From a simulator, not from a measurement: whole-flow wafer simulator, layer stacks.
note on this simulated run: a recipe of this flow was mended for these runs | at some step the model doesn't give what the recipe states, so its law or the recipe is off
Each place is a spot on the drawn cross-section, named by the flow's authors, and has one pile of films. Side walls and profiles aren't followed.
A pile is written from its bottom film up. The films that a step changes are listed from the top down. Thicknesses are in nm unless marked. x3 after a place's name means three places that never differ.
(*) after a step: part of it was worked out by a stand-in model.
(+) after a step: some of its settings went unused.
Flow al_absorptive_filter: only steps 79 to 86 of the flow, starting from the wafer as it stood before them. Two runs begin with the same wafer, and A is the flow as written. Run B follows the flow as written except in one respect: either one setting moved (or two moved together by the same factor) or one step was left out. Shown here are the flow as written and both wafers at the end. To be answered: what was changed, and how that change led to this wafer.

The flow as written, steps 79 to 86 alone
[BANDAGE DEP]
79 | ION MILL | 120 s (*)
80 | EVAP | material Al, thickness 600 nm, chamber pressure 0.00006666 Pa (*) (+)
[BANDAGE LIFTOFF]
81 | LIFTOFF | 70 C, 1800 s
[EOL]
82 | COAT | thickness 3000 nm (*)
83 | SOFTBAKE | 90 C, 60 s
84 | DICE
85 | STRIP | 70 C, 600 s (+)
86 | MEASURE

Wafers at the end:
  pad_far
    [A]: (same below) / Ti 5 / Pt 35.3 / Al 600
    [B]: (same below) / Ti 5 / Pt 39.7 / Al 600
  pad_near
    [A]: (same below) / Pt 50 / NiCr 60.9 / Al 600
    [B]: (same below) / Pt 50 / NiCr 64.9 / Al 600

Cause: step 79, ION MILL: 84 s was run, while the flow as written has 120 s.

How this came from the change, step by step:
  79 | ION MILL | 120 s (*)
      gnd, ledge, res and 9 more: A -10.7 i-line-resist | B -7.46 i-line-resist
      pad_far: A -14.7 Pt | B -10.3 Pt
      (and at 1 other place as well)
